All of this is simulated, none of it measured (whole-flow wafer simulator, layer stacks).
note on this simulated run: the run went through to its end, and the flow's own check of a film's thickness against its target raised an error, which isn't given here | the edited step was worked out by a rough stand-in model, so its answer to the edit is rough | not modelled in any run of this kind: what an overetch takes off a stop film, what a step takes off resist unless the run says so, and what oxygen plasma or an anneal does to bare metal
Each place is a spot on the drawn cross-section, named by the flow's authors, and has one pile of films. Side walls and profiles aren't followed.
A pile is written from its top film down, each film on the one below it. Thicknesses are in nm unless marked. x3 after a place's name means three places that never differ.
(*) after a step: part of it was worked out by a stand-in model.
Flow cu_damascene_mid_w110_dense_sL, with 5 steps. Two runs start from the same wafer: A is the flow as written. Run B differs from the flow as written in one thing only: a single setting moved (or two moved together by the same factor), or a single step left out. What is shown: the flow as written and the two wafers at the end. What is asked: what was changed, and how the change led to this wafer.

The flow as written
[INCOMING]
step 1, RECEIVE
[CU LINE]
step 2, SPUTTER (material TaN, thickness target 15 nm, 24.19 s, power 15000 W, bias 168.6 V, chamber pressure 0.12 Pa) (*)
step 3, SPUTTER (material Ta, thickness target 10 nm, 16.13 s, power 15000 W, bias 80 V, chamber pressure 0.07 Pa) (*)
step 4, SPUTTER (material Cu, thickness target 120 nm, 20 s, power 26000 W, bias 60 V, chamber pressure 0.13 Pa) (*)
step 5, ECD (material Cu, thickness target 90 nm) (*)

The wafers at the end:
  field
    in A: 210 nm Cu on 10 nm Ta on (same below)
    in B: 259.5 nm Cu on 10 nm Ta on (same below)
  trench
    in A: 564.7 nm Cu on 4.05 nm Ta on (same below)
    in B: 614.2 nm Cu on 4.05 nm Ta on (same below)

What caused this: step 5, ECD: thickness target 139.5 nm was run, whereas the flow has thickness target 90 nm.

How this came from the change, step by step:
  step 5, ECD (material Cu, thickness target 90 nm) (*)
      field: A +90 Cu | B +139.5 Cu
      trench: A +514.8 Cu | B +564.3 Cu
